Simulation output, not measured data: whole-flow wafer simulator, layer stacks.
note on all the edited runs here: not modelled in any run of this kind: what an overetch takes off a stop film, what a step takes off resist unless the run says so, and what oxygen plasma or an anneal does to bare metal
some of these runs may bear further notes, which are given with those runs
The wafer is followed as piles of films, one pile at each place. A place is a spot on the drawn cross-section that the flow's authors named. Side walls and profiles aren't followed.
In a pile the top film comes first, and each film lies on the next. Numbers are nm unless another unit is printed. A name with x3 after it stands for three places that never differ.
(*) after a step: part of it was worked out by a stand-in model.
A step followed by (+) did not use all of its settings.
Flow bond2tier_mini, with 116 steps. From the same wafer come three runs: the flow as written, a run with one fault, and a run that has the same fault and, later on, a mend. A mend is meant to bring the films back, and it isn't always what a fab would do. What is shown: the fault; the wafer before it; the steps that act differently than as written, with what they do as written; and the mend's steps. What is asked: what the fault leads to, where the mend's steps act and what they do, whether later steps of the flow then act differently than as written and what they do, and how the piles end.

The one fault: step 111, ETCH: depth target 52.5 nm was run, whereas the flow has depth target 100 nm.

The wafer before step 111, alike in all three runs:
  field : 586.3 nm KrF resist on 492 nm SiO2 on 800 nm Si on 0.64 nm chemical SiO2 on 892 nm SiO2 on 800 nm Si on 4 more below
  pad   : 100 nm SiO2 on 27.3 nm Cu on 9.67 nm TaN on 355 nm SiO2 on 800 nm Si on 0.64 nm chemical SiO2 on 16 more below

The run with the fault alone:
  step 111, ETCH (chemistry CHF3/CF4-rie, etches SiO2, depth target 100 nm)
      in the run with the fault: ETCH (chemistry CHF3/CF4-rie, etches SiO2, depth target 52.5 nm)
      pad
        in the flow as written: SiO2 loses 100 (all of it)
        in the run with the fault: SiO2 loses 52.5
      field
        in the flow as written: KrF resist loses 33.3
        in the run with the fault: KrF resist loses 17.5
  Steps further on in the flow that do not act as written (not shown: 1 more step that differs only slightly, by at most 2% or 0.5 nm, whichever is larger):
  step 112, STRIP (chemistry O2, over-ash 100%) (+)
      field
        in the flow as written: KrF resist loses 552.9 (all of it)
        in the run with the fault: KrF resist loses 568.8 (all of it)
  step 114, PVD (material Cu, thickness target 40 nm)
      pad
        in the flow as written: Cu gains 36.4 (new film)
        in the run with the fault: Cu gains 38.1 (new film)
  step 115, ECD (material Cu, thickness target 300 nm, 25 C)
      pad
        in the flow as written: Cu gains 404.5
        in the run with the fault: Cu gains 354.9
  By the end, the piles at pad depart from the flow's by more than 2% or 0.5 nm, whichever is larger.
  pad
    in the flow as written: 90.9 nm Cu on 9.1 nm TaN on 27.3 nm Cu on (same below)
    in the run with the fault: 43 nm Cu on 9.53 nm TaN on 47.5 nm SiO2 on 27.3 nm Cu on (same below)

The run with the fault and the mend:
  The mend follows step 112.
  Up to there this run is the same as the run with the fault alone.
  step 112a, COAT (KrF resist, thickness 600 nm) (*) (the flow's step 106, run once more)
      field
        KrF resist gains 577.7 (new film)
      pad
        KrF resist gains 623.2 (new film)
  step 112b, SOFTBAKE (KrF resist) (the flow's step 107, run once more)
      does not change any film at any place that is followed
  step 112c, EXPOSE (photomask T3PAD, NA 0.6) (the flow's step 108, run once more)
      does not change any film at any place that is followed
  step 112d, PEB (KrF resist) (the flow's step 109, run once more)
      does not change any film at any place that is followed
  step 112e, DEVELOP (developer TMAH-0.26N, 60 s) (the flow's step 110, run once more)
      field
        KrF resist loses 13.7
      pad
        KrF resist loses 623.2 (all of it)
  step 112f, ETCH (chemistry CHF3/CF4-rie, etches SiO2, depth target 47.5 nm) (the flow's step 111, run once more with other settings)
      field
        KrF resist loses 15.8
      pad
        SiO2 loses 47.5 (all of it)
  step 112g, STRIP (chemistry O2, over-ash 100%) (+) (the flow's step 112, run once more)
      field
        KrF resist loses 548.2 (all of it)
  Every later step of the flow that is run acts as written at every place that is followed.
  At every place that both follow, the piles at the end match the flow's.
